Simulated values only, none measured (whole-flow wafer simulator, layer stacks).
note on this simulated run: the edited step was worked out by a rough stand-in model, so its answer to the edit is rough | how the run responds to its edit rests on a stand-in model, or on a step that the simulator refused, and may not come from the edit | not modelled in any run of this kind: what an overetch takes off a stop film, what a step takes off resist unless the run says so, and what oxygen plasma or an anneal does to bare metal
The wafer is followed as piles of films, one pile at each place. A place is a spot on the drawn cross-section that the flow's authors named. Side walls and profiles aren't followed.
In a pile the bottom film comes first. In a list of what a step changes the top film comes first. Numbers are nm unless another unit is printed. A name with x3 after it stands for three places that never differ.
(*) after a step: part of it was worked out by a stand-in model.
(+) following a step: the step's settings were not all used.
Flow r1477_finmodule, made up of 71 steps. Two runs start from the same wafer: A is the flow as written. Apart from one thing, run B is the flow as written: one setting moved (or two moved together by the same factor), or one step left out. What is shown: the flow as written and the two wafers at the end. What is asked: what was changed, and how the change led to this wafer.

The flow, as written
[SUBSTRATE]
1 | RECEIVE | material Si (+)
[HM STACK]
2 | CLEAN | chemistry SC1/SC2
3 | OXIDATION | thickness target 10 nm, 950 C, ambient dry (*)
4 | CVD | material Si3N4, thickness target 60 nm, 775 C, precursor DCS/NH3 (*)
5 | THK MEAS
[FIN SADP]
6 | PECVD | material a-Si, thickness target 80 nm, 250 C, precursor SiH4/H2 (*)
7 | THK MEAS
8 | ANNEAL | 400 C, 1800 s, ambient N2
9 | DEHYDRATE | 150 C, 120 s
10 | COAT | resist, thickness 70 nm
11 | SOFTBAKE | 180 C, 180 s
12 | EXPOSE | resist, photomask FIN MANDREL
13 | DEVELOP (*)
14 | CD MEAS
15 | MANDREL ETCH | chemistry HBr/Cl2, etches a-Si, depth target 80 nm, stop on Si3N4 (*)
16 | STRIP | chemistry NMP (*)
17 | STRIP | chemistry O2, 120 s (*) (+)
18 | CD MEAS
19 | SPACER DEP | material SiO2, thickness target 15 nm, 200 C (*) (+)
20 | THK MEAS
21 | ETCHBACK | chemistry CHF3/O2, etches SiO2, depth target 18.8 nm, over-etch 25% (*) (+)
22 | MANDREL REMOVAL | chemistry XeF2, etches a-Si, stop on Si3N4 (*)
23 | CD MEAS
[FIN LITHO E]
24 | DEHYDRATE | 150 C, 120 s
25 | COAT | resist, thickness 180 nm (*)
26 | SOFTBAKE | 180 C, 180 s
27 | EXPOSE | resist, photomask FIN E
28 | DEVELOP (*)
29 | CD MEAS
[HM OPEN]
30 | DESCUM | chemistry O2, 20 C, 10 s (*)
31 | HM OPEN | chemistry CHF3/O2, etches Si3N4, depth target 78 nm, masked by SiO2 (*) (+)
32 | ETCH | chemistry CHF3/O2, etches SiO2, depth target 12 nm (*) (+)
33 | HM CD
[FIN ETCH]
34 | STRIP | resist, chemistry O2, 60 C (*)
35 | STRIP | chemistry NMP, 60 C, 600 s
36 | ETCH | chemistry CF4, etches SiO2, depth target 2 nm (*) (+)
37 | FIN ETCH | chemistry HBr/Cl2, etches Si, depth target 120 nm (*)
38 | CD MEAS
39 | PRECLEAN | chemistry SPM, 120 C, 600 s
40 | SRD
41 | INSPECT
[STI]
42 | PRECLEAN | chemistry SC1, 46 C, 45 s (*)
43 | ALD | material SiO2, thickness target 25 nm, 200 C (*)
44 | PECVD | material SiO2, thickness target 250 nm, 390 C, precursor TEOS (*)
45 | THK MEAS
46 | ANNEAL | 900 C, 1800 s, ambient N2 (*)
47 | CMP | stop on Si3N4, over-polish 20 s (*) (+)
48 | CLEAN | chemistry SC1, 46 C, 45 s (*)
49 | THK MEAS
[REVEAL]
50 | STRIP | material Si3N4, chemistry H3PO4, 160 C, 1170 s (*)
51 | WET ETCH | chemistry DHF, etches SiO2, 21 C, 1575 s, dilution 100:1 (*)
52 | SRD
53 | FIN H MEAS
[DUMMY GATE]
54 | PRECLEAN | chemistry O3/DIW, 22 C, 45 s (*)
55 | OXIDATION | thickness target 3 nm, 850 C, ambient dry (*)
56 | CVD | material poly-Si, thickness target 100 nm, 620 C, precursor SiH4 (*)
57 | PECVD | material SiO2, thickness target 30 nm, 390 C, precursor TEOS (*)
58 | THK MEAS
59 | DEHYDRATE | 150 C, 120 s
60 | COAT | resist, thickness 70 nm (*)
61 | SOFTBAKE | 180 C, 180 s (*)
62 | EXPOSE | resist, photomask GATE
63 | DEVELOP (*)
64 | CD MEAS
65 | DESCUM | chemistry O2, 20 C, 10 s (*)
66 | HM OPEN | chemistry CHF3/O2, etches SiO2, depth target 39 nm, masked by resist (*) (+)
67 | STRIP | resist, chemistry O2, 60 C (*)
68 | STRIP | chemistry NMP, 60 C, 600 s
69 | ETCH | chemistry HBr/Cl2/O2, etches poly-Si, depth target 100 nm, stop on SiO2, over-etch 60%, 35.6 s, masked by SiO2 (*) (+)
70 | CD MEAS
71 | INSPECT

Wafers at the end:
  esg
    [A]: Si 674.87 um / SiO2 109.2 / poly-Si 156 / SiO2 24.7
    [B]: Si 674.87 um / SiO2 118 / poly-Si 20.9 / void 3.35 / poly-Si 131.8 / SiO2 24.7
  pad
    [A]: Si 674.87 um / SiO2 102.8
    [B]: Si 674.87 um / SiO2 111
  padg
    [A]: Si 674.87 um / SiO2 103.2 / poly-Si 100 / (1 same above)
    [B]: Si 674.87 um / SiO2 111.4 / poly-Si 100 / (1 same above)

The reason: step 3, OXIDATION: 1021 C was run, while the flow as written has 950 C.

The path from the change to this, step by step:
  3 | OXIDATION | thickness target 10 nm, 950 C, ambient dry (*)
      pad, padg, elg and 33 more: A +10 SiO2 (new film), -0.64 chemical SiO2 (all of it), -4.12 Si | B +20 SiO2 (new film), -0.64 chemical SiO2 (all of it), -8.51 Si
  31 | HM OPEN | chemistry CHF3/O2, etches Si3N4, depth target 78 nm, masked by SiO2 (*) (+)
      pad, padg, esg and 13 more: A -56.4 Si3N4 (all of it), -10 SiO2 (all of it) | B -56.4 Si3N4 (all of it), -10.8 SiO2
  32 | ETCH | chemistry CHF3/O2, etches SiO2, depth target 12 nm (*) (+)
      pad, padg, e40sg and 11 more: A -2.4 Si | B -9.18 SiO2 (all of it), -0.56 Si
      esg, eso: A -1.77 Si | B -9.18 SiO2 (all of it), -0.56 Si
      (and at 6 other places as well)
  43 | ALD | material SiO2, thickness target 25 nm, 200 C (*)
      s40cg, s45cg, s50cg, s40co, s45co, s50co: A +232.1 SiO2 (new film) | B +240.1 SiO2 (new film)
      esg: A +194.3 SiO2 (new film) | B +203 SiO2 (new film)
  47 | CMP | stop on Si3N4, over-polish 20 s (*) (+)
      pad, padg, e40sg and 11 more: A -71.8 SiO2 | B -63.6 SiO2
      eso: A -72.4 SiO2 | B -63.6 SiO2
  51 | WET ETCH | chemistry DHF, etches SiO2, 21 C, 1575 s, dilution 100:1 (*)
      s40sg_line, s45sg_line, s50sg_line, s40so_line, s45so_line, s50so_line: A -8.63 SiO2 (all of it) | B -18.6 SiO2 (all of it)
  56 | CVD | material poly-Si, thickness target 100 nm, 620 C, precursor SiH4 (*)
      esg: A +156 poly-Si (new film) | B +131.8 poly-Si (new film), +3.35 void (new film), +20.9 poly-Si (new film)
      s40cg, s40co: A +113.9 poly-Si (new film) | B +103.9 poly-Si (new film)
      (and at 4 other places as well)
  60 | COAT | resist, thickness 70 nm (*)
      s40sg, s40so: A +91 resist (new film) | B +81.5 resist (new film)
      s45sg, s45so: A +91 resist (new film) | B +81.4 resist (new film)
      (and at 2 other places as well)
  63 | DEVELOP (*)
      s40so: A -91 resist (all of it) | B -81.5 resist (all of it)
      s45so: A -91 resist (all of it) | B -81.4 resist (all of it)
      (and at 1 other place as well)
  67 | STRIP | resist, chemistry O2, 60 C (*)
      s40sg: A -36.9 resist (all of it) | B -27.4 resist (all of it)
      s45sg: A -36.9 resist (all of it) | B -27.3 resist (all of it)
      (and at 1 other place as well)
  69 | ETCH | chemistry HBr/Cl2/O2, etches poly-Si, depth target 100 nm, stop on SiO2, over-etch 60%, 35.6 s, masked by SiO2 (*) (+)
      s40co: A -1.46 chemical SiO2 (all of it), -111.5 poly-Si (all of it), -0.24 SiO2 | B -1.46 chemical SiO2 (all of it), -101.5 poly-Si (all of it), -0.29 SiO2
      s45co: A -1.46 chemical SiO2 (all of it), -110.9 poly-Si (all of it), -0.25 SiO2 | B -1.46 chemical SiO2 (all of it), -101 poly-Si (all of it), -0.3 SiO2
      (and at 1 other place as well)
